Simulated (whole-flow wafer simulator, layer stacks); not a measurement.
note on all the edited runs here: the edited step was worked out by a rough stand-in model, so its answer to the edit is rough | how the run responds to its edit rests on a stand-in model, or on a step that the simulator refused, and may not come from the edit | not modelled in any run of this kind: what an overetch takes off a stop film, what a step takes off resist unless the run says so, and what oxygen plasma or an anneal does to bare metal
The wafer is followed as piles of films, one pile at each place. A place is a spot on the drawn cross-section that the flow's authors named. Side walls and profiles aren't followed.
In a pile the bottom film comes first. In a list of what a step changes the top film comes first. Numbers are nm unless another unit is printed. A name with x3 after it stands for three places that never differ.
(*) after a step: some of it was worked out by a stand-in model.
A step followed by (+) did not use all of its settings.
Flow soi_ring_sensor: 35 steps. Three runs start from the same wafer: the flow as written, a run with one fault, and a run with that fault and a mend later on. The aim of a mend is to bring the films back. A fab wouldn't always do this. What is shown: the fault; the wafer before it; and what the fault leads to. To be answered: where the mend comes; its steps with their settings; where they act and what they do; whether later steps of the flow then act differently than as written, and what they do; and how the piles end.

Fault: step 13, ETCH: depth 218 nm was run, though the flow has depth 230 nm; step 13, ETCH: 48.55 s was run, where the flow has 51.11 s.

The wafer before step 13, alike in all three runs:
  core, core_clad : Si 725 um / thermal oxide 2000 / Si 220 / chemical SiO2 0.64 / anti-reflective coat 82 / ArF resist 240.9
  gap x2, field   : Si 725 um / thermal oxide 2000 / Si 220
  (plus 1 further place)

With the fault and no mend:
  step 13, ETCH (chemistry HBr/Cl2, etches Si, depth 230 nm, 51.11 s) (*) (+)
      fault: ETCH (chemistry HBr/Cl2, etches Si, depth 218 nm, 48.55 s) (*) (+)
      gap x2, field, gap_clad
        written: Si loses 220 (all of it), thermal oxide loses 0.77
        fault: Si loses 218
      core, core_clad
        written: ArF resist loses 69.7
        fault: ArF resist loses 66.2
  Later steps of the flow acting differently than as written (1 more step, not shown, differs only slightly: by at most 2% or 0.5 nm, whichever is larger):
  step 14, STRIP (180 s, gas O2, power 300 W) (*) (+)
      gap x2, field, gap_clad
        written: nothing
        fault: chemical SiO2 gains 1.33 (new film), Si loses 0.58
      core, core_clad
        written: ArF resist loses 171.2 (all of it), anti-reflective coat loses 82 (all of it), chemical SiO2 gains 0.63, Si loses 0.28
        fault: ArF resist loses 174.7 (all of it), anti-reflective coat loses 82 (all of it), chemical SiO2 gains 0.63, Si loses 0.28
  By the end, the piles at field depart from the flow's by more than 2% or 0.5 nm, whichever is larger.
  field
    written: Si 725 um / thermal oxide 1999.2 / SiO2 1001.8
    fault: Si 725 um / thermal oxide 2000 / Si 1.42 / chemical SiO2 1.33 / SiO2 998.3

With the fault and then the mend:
  The mend stands after step 13.
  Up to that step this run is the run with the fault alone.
  step 13a, ETCH (chemistry HBr/Cl2, etches Si, depth 12 nm, 2.667 s) (*) (+) (the flow's step 13, run once more with other settings)
      gap x2, field, gap_clad
        Si loses 2 (all of it), thermal oxide loses 0.77
      core, core_clad
        ArF resist loses 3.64
  None of the later steps of the flow differs from how it acts as written, at any place that is followed, by more than 2% or 0.5 nm, whichever is larger.
  The piles end the same as the flow's at every place that both follow.
